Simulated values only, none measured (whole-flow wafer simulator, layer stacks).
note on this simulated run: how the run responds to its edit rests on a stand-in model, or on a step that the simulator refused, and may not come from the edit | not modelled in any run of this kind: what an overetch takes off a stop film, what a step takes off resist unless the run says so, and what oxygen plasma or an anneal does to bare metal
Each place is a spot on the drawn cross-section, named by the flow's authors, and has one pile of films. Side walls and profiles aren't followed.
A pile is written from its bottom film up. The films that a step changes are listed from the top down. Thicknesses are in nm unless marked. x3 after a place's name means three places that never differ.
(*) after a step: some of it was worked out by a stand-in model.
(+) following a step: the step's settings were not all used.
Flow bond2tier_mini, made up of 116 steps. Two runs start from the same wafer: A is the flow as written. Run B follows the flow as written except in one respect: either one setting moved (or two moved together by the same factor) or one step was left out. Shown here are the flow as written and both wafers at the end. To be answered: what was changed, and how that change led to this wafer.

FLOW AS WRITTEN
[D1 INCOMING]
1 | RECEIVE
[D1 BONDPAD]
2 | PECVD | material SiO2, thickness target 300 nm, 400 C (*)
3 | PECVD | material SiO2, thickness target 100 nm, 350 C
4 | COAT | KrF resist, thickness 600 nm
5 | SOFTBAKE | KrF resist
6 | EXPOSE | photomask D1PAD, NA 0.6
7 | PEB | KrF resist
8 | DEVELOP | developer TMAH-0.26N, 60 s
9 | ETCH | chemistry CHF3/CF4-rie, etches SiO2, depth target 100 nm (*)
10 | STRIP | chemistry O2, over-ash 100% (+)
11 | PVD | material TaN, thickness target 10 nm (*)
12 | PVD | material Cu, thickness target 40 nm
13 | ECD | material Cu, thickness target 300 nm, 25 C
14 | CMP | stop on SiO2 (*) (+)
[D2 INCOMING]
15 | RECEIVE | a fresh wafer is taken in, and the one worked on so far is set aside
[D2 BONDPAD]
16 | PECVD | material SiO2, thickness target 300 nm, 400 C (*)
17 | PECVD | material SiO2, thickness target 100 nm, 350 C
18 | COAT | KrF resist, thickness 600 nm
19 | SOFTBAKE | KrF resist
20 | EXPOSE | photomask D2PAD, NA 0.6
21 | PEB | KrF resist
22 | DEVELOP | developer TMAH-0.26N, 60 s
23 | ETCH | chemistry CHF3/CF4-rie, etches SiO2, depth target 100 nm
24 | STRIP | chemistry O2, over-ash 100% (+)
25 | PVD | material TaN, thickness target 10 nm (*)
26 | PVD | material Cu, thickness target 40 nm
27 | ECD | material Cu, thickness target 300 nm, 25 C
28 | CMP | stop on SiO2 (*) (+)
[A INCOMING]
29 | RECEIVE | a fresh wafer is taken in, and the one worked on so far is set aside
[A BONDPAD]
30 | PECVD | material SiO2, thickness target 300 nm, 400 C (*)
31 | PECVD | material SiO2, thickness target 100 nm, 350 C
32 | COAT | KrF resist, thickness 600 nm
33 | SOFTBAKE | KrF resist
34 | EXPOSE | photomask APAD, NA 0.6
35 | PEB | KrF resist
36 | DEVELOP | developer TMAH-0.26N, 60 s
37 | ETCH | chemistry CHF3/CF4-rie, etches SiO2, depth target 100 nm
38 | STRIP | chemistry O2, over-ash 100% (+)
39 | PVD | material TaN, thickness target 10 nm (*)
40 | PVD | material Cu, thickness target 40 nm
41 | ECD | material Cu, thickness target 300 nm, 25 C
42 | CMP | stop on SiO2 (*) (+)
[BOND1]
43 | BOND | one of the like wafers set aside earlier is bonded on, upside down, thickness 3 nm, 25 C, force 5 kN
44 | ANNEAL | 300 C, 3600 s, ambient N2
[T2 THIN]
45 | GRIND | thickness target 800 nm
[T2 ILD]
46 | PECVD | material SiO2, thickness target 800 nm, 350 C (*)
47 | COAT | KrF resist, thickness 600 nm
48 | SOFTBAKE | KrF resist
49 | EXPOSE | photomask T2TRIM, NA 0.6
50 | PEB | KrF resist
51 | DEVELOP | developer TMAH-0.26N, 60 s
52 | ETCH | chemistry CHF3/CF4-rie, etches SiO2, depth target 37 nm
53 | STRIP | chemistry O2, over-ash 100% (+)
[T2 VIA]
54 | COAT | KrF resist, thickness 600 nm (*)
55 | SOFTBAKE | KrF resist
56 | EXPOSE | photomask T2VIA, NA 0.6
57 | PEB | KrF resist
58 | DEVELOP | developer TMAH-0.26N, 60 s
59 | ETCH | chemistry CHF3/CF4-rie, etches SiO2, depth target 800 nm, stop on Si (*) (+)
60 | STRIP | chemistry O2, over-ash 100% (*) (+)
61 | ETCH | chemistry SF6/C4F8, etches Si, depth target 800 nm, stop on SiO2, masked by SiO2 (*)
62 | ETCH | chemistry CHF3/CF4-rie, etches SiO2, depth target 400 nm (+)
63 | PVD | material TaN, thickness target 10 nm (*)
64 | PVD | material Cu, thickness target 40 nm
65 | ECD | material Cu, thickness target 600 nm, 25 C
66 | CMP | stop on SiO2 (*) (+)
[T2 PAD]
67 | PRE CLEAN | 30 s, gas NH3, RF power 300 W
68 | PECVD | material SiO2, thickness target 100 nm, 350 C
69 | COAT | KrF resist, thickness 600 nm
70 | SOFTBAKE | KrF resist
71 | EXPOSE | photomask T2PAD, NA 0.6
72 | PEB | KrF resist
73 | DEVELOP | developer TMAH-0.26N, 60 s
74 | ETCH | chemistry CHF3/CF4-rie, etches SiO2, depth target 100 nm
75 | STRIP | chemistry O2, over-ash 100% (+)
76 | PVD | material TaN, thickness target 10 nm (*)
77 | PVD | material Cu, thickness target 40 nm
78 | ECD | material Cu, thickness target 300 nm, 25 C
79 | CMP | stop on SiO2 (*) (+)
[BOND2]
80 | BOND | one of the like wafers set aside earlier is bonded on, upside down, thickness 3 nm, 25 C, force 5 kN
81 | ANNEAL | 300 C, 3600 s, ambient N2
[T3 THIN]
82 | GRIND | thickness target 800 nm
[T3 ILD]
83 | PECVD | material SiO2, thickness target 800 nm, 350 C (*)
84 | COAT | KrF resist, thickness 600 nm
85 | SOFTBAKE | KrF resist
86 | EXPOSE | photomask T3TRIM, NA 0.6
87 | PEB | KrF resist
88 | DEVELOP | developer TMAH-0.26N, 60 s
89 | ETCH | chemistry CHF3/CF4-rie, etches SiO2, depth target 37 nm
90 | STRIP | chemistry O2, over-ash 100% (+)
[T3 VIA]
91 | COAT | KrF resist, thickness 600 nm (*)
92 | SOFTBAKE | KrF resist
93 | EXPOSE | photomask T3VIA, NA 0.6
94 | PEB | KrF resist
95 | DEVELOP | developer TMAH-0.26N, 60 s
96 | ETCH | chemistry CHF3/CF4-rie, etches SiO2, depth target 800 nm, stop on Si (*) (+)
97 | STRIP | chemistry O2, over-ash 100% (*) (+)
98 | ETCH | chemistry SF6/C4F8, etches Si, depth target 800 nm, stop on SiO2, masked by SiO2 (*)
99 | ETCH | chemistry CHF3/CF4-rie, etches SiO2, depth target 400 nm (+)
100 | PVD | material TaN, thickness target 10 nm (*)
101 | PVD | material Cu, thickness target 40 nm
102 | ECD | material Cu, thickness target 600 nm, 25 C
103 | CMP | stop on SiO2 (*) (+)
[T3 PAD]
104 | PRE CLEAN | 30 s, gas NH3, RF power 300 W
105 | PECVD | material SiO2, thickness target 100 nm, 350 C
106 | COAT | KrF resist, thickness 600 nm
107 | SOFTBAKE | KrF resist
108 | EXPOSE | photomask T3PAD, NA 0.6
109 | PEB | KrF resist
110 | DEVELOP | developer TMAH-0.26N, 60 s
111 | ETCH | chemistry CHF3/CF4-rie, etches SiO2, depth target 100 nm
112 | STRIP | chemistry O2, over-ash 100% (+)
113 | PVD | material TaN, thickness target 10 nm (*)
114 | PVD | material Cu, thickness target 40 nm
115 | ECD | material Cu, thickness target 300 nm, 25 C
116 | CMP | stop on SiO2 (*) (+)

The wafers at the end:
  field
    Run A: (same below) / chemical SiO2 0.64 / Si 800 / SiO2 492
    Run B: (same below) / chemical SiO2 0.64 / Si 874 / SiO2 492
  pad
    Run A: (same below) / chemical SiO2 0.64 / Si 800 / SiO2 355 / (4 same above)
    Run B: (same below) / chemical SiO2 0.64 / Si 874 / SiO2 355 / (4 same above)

Cause: step 82, GRIND: thickness target 874 nm was run, though the flow has thickness target 800 nm.
The wafer lets one read it off: field has Si 874, and step 82 as written asks for 800 nm.

Step by step, how the change led to this:
  82 | GRIND | thickness target 800 nm
      field, pad: A Si loses 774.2 um | B Si loses 774.13 um
